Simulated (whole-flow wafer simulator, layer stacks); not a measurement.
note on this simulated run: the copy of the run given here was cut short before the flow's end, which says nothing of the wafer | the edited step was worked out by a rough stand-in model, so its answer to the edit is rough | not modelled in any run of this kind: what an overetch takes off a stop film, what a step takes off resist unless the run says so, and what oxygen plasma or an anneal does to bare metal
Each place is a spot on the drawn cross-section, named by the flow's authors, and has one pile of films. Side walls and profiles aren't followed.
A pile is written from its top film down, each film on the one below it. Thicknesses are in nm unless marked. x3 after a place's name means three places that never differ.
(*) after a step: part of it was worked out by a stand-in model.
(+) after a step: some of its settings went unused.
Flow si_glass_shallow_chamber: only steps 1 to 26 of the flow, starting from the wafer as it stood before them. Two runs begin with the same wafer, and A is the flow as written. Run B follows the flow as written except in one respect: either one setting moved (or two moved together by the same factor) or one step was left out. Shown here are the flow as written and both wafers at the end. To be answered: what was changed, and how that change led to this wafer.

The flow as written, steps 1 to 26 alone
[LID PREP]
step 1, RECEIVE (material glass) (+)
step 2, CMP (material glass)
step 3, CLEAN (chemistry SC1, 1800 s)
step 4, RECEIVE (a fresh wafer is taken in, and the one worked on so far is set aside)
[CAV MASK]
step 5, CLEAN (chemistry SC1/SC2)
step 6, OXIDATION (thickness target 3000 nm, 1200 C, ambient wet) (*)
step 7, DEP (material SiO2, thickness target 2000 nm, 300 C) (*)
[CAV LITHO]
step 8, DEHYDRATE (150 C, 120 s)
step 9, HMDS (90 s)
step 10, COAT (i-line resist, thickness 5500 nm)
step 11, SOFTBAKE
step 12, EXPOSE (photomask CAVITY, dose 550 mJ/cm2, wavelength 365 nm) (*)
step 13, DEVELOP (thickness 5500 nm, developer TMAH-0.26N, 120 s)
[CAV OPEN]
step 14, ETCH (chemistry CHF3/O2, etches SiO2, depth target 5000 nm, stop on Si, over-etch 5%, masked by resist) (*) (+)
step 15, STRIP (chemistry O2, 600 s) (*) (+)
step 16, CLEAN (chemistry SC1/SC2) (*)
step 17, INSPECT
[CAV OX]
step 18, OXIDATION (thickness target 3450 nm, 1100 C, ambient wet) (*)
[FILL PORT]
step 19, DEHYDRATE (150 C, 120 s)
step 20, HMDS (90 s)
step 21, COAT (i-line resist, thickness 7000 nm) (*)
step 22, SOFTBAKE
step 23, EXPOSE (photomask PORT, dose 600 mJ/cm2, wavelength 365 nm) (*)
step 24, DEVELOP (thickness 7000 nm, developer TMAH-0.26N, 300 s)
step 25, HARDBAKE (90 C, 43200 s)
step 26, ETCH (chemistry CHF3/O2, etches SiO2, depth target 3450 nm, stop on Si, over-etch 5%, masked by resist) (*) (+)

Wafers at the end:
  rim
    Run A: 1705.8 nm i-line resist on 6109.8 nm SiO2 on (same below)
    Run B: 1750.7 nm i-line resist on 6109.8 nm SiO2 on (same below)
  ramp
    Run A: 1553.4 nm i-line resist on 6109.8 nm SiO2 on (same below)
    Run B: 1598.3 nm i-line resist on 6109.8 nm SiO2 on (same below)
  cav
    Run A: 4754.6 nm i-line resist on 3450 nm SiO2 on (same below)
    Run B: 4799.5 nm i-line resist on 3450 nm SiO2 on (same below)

Cause: step 26, ETCH: over-etch 3.44% was run, whereas the flow has over-etch 5%.

The path from the change to this, step by step:
  step 26, ETCH (chemistry CHF3/O2, etches SiO2, depth target 3450 nm, stop on Si, over-etch 5%, masked by resist) (*) (+)
      port: A SiO2 loses 3450 (all of it), Si loses 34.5 | B SiO2 loses 3450 (all of it), Si loses 23.7
